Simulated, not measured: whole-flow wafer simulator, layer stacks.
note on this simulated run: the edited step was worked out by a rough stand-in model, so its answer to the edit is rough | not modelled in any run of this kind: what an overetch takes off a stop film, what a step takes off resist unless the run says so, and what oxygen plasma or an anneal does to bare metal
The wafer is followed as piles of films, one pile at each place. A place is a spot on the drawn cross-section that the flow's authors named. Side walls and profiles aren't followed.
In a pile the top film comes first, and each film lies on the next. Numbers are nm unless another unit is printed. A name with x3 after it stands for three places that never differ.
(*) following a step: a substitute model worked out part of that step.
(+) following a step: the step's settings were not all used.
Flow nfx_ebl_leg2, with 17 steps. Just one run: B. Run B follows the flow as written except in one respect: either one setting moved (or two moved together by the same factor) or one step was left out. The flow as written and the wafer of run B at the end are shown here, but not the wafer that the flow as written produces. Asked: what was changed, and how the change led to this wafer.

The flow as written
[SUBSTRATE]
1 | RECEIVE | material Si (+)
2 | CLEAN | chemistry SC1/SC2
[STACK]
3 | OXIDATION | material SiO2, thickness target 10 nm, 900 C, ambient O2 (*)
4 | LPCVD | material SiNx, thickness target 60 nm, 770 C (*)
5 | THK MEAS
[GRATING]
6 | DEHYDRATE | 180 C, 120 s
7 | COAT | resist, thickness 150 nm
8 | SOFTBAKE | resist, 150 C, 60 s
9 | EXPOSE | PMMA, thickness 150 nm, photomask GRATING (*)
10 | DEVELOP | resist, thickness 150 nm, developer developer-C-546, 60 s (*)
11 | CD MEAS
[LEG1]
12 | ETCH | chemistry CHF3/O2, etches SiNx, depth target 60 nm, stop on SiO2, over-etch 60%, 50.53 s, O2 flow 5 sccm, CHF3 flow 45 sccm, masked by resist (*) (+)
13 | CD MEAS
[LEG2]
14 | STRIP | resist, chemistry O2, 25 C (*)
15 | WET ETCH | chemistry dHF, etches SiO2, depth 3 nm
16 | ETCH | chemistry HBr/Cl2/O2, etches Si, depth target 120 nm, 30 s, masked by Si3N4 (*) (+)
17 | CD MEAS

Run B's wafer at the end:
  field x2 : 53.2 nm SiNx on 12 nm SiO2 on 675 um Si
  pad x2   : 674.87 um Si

What caused this: step 3, OXIDATION: thickness target 12 nm was run, while the flow as written has thickness target 10 nm.
One can read it off the wafer: field x2 has SiO2 12, and step 3 as written asks for 10 nm.

Step by step, how the change led to this:
  3 | OXIDATION | material SiO2, thickness target 10 nm, 900 C, ambient O2 (*)
      field x2, pad x2: SiO2 gains 12 (new film), chemical SiO2 loses 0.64 (all of it), Si loses 5 (as written it would have been: SiO2 gains 10 (new film), chemical SiO2 loses 0.64 (all of it), Si loses 4.12)
  12 | ETCH | chemistry CHF3/O2, etches SiNx, depth target 60 nm, stop on SiO2, over-etch 60%, 50.53 s, O2 flow 5 sccm, CHF3 flow 45 sccm, masked by resist (*) (+)
      pad x2: SiNx loses 60 (all of it), SiO2 loses 12 (all of it) (as written it would have been: SiNx loses 60 (all of it), SiO2 loses 10 (all of it))
